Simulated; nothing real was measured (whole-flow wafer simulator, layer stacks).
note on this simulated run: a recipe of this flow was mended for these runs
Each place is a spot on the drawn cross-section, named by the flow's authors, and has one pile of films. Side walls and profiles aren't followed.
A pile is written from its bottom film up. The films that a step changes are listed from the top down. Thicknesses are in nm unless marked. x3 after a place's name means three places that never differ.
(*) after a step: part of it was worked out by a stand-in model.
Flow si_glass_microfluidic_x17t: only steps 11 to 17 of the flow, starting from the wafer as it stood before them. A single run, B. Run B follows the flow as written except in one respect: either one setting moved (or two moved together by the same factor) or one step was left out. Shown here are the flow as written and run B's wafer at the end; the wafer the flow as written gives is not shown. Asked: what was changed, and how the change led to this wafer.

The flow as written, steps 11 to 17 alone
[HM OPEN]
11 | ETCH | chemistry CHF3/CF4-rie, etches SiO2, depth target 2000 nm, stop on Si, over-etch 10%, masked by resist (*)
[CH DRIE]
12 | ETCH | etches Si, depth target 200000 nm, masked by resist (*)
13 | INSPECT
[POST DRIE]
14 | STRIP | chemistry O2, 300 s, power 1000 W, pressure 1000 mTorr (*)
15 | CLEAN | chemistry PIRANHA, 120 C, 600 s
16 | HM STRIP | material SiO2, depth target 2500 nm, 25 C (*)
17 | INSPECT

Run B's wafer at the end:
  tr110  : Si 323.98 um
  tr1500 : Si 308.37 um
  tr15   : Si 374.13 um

Cause: step 11, ETCH: over-etch 4% was run, while the flow as written has over-etch 10%.

How this came from the change, step by step:
  11 | ETCH | chemistry CHF3/CF4-rie, etches SiO2, depth target 2000 nm, stop on Si, over-etch 10%, masked by resist (*)
      tr110, tr1500, tr15: -2000 SiO2 (all of it), -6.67 Si (it would be, as written: -2000 SiO2 (all of it), -16.7 Si)
      land: -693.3 thick-i-line-resist (it would be, as written: -733.3 thick-i-line-resist)
  12 | ETCH | etches Si, depth target 200000 nm, masked by resist (*)
      tr1500: -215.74 um Si (it would be, as written: -215.73 um Si)
      tr15: -149.98 um Si (it would be, as written: -149.99 um Si)
